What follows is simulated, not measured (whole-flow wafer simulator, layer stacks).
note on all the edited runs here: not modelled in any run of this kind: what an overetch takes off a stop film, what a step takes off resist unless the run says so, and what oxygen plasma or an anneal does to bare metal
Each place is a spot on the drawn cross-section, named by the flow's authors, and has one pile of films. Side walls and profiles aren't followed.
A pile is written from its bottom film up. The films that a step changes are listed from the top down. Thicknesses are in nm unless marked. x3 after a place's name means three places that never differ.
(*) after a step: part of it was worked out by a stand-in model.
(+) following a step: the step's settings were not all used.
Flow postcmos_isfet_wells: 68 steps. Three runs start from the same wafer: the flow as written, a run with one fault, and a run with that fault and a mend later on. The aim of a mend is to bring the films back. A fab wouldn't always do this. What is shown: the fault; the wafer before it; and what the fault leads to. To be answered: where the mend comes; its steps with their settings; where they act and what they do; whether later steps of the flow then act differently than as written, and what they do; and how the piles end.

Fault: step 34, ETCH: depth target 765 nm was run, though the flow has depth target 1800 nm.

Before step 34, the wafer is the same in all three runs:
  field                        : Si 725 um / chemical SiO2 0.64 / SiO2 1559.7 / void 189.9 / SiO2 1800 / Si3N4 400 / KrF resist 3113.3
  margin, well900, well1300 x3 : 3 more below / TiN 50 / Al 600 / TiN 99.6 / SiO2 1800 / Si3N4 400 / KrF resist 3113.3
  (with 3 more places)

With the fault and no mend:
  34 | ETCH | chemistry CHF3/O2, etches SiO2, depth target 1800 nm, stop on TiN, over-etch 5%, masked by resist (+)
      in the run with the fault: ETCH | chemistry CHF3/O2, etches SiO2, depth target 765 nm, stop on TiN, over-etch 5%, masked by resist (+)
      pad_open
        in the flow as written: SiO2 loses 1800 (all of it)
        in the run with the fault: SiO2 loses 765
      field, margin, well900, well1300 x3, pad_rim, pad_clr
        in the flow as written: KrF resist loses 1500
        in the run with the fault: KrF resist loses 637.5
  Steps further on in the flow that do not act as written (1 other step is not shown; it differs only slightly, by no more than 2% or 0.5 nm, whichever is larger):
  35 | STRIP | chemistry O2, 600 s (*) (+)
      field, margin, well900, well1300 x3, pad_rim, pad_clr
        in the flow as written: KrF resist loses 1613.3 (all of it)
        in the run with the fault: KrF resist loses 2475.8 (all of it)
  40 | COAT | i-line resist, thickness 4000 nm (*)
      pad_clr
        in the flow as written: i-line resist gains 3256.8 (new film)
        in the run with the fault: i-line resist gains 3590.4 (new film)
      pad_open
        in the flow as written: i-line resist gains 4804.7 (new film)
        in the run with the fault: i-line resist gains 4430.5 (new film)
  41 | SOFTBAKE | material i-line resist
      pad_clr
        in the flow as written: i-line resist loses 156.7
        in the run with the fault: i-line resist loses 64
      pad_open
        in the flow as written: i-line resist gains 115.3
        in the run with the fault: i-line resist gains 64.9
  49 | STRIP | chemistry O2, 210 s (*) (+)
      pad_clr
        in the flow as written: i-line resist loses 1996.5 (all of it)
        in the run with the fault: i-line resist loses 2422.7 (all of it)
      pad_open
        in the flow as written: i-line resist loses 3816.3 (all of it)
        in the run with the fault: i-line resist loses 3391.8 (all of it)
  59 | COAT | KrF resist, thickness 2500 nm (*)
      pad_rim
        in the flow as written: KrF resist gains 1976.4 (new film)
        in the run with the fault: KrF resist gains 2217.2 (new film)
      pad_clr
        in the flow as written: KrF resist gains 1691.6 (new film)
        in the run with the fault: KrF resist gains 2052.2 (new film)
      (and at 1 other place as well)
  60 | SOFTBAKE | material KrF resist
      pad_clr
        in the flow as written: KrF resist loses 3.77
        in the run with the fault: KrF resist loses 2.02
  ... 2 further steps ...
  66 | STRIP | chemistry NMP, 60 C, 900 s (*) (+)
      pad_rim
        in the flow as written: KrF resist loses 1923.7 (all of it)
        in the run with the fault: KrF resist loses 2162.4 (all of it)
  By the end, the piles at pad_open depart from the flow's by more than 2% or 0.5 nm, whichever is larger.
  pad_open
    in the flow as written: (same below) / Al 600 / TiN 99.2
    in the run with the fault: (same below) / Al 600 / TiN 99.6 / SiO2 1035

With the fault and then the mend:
  The mend stands after step 34.
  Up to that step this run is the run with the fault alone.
  34a | ETCH | chemistry CHF3/O2, etches SiO2, depth target 1035 nm, stop on TiN, over-etch 5%, masked by resist (the flow's step 34, run once more with other settings)
      field, margin, well900, well1300 x3, pad_rim, pad_clr
        KrF resist loses 862.5
      pad_open
        SiO2 loses 1035 (all of it)
  Every later step of the flow that is run acts as written at every place that is followed.
  The piles end the same as the flow's at every place that both follow.
